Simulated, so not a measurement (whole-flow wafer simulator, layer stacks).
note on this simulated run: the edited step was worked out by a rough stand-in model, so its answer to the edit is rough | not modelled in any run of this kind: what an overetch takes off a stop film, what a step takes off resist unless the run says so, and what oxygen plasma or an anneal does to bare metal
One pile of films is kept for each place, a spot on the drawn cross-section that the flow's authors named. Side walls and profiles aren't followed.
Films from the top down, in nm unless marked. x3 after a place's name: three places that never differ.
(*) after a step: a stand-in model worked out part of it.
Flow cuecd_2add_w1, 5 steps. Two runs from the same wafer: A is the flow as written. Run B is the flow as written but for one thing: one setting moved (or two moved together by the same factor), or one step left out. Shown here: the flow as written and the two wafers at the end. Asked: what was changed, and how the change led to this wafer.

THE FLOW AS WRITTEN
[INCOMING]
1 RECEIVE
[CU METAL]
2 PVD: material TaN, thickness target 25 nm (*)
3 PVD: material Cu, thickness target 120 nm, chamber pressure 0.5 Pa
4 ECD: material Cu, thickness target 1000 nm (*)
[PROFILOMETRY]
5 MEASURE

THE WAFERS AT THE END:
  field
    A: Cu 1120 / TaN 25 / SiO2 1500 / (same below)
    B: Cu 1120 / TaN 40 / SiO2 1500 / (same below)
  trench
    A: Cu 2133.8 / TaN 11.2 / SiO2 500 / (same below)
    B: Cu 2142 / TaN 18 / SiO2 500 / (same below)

The cause: step 2, PVD: thickness target 40 nm was run, where the flow has thickness target 25 nm.
It can be read off the wafer: field has TaN 40, and step 2 as written asks for 25 nm.

How the change led to this, step by step:
  2 PVD: material TaN, thickness target 25 nm (*)
      field: A TaN +25 (new film) | B TaN +40 (new film)
      trench: A TaN +11.2 (new film) | B TaN +18 (new film)
